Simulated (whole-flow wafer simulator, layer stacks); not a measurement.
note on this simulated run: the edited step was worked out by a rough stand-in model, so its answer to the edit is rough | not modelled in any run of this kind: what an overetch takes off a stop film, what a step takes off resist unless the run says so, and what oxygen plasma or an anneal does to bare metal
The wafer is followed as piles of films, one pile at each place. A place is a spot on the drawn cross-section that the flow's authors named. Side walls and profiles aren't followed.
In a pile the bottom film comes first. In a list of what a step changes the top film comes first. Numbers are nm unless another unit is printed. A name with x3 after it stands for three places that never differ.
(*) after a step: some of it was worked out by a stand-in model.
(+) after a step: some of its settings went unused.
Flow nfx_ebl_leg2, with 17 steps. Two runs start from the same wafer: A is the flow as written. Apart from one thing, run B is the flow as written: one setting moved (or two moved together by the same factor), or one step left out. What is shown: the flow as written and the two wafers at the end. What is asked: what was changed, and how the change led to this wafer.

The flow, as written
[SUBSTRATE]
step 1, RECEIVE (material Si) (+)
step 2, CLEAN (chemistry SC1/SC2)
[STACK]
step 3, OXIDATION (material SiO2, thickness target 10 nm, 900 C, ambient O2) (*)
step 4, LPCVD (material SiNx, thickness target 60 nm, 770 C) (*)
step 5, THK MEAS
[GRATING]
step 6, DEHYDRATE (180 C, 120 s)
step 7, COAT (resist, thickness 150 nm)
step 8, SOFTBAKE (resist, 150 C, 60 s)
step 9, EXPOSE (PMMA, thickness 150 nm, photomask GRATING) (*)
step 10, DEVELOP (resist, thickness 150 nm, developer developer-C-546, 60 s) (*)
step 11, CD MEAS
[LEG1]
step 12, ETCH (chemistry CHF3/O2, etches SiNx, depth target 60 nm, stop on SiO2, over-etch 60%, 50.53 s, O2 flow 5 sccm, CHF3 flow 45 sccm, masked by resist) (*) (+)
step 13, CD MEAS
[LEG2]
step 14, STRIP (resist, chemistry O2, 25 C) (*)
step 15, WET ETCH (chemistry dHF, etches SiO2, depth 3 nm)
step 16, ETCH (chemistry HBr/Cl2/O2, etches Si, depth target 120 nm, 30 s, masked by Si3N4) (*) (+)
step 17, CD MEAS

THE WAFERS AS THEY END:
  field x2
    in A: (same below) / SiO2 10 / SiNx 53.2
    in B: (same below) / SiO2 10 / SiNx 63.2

The reason: step 4, LPCVD: thickness target 70 nm was run, whereas the flow has thickness target 60 nm.

The path from the change to this, step by step:
  step 4, LPCVD (material SiNx, thickness target 60 nm, 770 C) (*)
      field x2, pad x2: A SiNx gains 60 (new film) | B SiNx gains 70 (new film)
  step 12, ETCH (chemistry CHF3/O2, etches SiNx, depth target 60 nm, stop on SiO2, over-etch 60%, 50.53 s, O2 flow 5 sccm, CHF3 flow 45 sccm, masked by resist) (*) (+)
      pad x2: A SiNx loses 60 (all of it), SiO2 loses 10 (all of it) | B SiNx loses 70 (all of it), SiO2 loses 10 (all of it)
